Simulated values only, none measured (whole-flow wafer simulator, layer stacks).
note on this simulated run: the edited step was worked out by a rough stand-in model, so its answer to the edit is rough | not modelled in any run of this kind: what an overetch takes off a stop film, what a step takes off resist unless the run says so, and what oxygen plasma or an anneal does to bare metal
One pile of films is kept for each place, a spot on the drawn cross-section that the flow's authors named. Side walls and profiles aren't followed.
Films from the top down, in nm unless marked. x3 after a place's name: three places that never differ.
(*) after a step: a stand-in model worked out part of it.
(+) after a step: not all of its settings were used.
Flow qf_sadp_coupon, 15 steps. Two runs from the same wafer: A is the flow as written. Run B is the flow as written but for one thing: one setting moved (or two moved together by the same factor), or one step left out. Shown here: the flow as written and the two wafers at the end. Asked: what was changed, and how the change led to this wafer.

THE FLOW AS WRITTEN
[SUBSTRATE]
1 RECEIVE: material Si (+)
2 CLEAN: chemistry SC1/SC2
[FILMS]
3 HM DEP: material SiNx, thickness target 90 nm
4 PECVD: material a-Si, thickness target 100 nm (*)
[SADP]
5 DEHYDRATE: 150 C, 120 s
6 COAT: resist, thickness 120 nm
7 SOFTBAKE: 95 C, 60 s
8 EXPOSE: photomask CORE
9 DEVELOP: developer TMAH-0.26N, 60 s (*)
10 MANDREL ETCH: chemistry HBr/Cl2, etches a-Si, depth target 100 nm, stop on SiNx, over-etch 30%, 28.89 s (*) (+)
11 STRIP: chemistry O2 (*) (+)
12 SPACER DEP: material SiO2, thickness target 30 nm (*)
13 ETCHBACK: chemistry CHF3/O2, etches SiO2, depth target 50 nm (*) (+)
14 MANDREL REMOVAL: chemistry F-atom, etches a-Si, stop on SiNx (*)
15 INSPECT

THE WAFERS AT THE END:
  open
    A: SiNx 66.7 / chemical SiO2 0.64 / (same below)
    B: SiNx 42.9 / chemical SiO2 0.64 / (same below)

The cause: step 13, ETCHBACK: depth target 75 nm was run, where the flow has depth target 50 nm.

How the change led to this, step by step:
  13 ETCHBACK: chemistry CHF3/O2, etches SiO2, depth target 50 nm (*) (+)
      m: A SiO2 -30 (all of it), chemical SiO2 -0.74 (all of it), a-Si -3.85 | B SiO2 -30 (all of it), chemical SiO2 -0.74 (all of it), a-Si -8.85
      open: A SiO2 -30 (all of it), SiNx -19 | B SiO2 -30 (all of it), SiNx -42.9
  14 MANDREL REMOVAL: chemistry F-atom, etches a-Si, stop on SiNx (*)
      m: A a-Si -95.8 (all of it) | B a-Si -90.8 (all of it)
